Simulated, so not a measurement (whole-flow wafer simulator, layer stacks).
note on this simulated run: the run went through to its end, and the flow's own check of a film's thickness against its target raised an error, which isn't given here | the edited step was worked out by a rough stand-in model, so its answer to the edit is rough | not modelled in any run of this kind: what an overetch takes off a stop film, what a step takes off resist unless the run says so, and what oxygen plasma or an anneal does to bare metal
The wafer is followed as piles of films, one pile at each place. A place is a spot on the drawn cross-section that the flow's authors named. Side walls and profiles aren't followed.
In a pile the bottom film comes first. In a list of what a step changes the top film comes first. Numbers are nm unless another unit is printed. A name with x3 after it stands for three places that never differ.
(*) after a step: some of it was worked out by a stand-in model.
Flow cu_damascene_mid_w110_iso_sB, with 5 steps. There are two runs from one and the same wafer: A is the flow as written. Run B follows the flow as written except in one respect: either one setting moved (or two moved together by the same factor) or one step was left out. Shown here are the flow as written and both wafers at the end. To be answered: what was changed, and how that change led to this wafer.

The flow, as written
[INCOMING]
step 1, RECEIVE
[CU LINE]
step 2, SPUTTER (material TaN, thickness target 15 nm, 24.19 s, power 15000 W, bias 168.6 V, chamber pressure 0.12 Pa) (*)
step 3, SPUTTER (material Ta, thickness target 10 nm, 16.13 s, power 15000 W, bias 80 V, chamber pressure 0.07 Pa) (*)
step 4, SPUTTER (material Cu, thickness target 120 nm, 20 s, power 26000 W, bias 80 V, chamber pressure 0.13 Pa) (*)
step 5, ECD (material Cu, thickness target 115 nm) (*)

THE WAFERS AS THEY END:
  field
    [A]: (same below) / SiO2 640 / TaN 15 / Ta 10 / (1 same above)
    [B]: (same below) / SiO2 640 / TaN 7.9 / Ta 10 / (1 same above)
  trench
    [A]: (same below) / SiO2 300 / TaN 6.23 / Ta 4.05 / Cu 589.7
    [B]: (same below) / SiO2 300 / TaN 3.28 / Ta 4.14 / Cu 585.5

What caused this: step 2, SPUTTER: thickness target 7.9 nm was run, whereas the flow has thickness target 15 nm; step 2, SPUTTER: 12.7 s was run, where the flow has 24.19 s.
The wafer lets one read it off: field has TaN 7.9, and step 2 as written asks for 15 nm.

How this came from the change, step by step:
  step 2, SPUTTER (material TaN, thickness target 15 nm, 24.19 s, power 15000 W, bias 168.6 V, chamber pressure 0.12 Pa) (*)
      field: A TaN gains 15 (new film) | B TaN gains 7.9 (new film)
      trench: A TaN gains 6.23 (new film) | B TaN gains 3.28 (new film)
  step 4, SPUTTER (material Cu, thickness target 120 nm, 20 s, power 26000 W, bias 80 V, chamber pressure 0.13 Pa) (*)
      trench: A Cu gains 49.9 (new film) | B Cu gains 51.1 (new film)
